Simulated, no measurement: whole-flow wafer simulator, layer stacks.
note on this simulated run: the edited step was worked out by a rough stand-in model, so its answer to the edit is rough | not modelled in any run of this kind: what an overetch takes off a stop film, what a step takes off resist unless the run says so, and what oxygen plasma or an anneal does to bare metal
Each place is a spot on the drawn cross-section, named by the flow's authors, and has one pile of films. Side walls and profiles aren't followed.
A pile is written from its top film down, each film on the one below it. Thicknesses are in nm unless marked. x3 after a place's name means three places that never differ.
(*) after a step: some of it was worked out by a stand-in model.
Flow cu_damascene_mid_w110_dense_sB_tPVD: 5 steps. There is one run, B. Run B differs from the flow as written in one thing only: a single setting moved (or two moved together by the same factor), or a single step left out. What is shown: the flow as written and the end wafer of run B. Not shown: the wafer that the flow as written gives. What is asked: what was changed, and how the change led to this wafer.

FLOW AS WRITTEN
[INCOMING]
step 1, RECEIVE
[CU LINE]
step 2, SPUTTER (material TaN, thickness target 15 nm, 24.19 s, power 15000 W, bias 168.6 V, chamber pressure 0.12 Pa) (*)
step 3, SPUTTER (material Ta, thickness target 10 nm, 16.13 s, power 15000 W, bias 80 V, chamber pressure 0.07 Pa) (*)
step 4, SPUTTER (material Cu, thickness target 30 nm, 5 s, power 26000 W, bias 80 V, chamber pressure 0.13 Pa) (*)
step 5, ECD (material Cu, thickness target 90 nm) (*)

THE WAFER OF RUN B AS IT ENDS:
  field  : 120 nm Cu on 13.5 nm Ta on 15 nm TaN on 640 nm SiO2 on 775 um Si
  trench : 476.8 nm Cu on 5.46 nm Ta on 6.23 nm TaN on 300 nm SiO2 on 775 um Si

What caused this: step 3, SPUTTER: thickness target 13.5 nm was run, though the flow has thickness target 10 nm; step 3, SPUTTER: 21.78 s was run, where the flow has 16.13 s.
The wafer itself shows it: field has Ta 13.5, and step 3 as written asks for 10 nm.

Step by step, how the change led to this:
  step 3, SPUTTER (material Ta, thickness target 10 nm, 16.13 s, power 15000 W, bias 80 V, chamber pressure 0.07 Pa) (*)
      field: Ta gains 13.5 (new film) (as written it would have been: Ta gains 10 (new film))
      trench: Ta gains 5.46 (new film) (as written it would have been: Ta gains 4.05 (new film))
